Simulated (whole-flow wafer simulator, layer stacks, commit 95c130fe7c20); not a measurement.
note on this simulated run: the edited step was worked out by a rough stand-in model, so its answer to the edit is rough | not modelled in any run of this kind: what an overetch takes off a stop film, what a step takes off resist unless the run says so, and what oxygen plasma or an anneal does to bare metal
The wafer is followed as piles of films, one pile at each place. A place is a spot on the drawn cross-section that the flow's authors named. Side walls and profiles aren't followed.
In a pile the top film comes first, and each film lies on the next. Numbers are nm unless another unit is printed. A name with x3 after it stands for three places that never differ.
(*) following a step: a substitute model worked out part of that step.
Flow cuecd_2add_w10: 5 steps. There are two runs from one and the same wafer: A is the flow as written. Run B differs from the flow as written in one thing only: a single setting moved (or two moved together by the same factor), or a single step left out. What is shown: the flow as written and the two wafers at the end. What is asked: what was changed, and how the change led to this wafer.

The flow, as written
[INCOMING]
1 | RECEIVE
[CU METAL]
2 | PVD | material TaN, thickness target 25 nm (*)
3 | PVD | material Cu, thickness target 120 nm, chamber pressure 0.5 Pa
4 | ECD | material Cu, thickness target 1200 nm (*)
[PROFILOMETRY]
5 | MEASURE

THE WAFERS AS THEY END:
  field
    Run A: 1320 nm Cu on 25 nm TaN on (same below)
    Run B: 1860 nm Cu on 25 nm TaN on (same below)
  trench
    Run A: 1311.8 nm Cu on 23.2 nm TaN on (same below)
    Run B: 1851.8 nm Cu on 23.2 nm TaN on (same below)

Cause: step 4, ECD: thickness target 1740 nm was run, though the flow has thickness target 1200 nm.

Step by step, how the change led to this:
  4 | ECD | material Cu, thickness target 1200 nm (*)
      field, trench: A +1200 Cu | B +1740 Cu
